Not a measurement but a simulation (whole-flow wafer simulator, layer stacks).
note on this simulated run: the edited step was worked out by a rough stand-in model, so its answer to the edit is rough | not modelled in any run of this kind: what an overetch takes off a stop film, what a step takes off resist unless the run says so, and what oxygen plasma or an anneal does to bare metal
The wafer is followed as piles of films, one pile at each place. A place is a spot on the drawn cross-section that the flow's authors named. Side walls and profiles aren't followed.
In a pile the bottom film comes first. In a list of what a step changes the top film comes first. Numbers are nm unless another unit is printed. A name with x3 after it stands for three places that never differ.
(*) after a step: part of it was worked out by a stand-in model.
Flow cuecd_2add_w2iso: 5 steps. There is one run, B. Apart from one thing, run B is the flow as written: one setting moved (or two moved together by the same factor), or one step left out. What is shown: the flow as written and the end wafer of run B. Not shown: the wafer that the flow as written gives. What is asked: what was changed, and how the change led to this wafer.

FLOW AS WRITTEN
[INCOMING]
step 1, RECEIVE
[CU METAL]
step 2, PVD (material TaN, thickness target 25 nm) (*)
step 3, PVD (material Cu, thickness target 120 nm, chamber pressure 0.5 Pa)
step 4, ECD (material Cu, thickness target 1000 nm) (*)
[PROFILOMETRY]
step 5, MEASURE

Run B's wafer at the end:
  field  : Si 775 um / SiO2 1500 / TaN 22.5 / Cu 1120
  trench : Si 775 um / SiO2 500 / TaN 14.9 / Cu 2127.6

The reason: step 2, PVD: thickness target 22.5 nm was run, while the flow as written has thickness target 25 nm.
One can read it off the wafer: field has TaN 22.5, and step 2 as written asks for 25 nm.

How this came from the change, step by step:
  step 2, PVD (material TaN, thickness target 25 nm) (*)
      field: +22.5 TaN (new film) (it would be, as written: +25 TaN (new film))
      trench: +14.9 TaN (new film) (it would be, as written: +16.6 TaN (new film))
